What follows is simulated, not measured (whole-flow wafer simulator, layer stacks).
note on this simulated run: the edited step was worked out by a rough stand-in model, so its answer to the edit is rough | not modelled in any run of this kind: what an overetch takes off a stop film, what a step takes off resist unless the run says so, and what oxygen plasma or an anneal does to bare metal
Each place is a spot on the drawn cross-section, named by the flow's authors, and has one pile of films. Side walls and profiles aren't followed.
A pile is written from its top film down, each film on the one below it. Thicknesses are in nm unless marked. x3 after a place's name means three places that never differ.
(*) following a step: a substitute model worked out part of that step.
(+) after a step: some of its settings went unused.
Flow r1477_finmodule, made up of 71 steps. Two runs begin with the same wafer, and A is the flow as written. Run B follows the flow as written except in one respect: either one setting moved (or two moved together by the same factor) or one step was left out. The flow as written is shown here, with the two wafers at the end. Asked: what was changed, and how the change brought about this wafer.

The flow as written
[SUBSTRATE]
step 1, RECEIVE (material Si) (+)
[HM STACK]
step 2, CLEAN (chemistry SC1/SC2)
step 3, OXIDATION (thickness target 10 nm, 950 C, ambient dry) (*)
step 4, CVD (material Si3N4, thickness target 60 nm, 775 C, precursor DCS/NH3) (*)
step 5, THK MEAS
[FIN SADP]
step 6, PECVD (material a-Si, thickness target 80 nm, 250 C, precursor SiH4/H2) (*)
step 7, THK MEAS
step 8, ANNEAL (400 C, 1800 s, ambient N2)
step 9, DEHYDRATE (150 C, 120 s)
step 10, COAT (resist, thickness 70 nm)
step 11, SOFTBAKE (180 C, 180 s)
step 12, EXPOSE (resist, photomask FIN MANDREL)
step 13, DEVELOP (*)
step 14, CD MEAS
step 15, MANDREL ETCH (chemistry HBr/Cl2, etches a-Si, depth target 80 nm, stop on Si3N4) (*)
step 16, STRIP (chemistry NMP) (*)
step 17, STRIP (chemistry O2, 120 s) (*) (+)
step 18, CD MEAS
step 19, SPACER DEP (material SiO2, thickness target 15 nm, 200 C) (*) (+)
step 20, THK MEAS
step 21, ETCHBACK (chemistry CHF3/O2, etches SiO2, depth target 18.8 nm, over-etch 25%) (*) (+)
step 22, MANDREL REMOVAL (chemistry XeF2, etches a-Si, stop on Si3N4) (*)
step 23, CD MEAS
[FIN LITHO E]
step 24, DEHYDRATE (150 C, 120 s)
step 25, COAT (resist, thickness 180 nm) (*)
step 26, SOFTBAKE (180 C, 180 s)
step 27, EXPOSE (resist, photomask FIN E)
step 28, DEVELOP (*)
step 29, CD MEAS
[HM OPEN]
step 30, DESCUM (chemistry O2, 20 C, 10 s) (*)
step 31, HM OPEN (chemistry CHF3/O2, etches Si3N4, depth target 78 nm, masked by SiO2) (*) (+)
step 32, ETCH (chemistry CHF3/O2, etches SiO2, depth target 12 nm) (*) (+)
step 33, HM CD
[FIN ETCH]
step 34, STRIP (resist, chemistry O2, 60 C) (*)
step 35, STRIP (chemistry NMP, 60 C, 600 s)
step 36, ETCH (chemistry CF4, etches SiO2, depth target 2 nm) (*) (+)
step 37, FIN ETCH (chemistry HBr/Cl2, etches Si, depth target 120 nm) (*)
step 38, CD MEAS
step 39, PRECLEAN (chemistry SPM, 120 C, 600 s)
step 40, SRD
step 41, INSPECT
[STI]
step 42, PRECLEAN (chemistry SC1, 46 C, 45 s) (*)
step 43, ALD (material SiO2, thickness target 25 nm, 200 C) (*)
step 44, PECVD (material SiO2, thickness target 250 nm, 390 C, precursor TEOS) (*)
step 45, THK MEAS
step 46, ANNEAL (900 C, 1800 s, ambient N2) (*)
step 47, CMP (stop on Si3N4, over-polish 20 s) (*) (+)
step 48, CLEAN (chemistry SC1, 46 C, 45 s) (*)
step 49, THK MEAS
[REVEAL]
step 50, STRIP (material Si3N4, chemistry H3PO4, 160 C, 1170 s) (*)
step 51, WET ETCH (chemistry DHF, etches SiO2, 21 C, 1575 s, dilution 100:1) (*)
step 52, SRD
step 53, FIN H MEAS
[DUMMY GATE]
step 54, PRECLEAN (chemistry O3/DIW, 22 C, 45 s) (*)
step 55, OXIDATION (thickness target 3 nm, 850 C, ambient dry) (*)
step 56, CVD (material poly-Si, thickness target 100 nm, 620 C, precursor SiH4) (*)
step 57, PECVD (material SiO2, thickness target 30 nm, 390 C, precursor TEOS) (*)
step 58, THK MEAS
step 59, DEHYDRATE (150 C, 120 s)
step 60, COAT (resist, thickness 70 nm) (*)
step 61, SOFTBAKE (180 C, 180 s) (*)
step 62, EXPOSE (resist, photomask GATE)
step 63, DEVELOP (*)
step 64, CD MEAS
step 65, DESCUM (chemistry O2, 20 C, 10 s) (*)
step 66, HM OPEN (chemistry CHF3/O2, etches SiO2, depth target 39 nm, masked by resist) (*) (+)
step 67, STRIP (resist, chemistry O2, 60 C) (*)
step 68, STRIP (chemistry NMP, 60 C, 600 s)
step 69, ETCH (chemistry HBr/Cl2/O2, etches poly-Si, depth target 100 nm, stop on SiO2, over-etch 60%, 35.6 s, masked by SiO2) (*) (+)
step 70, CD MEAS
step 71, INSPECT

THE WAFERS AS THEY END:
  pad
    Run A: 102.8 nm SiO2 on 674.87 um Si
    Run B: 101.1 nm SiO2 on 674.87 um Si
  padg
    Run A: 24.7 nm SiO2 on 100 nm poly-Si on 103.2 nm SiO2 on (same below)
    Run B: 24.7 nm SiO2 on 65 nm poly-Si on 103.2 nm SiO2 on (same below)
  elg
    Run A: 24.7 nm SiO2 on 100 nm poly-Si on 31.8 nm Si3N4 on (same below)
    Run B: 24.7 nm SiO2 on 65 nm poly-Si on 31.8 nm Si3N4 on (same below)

What caused this: step 56, CVD: thickness target 65 nm was run, whereas the flow has thickness target 100 nm.
One can read it off the wafer: padg has poly-Si 65, and step 56 as written asks for 100 nm.

The path from the change to this, step by step:
  step 56, CVD (material poly-Si, thickness target 100 nm, 620 C, precursor SiH4) (*)
      pad, padg, elg and 26 more: A +100 poly-Si (new film) | B +65 poly-Si (new film)
      s40cg, s40co: A +113.9 poly-Si (new film) | B +77.8 poly-Si (new film)
      (also at 5 further places)
  step 60, COAT (resist, thickness 70 nm) (*)
      s50cg, s50co: A +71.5 resist (new film) | B +73.1 resist (new film)
  step 63, DEVELOP (*)
      s50co: A -71.5 resist (all of it) | B -73.1 resist (all of it)
  step 67, STRIP (resist, chemistry O2, 60 C) (*)
      s40cg: A -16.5 resist (all of it) | B -17.4 resist (all of it)
      s45cg: A -16.9 resist (all of it) | B -18.2 resist (all of it)
      (also at 1 further place)
  step 69, ETCH (chemistry HBr/Cl2/O2, etches poly-Si, depth target 100 nm, stop on SiO2, over-etch 60%, 35.6 s, masked by SiO2) (*) (+)
      pad, eso, e40so and 8 more: A -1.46 chemical SiO2 (all of it), -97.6 poly-Si (all of it), -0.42 SiO2 | B -1.46 chemical SiO2 (all of it), -62.6 poly-Si (all of it), -2.17 SiO2
      elo, e40lo, e100lo, e200lo: A -1.46 chemical SiO2 (all of it), -97.6 poly-Si (all of it), -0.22 Si3N4 | B -1.46 chemical SiO2 (all of it), -62.6 poly-Si (all of it), -3.4 Si3N4
      (also at 3 further places)
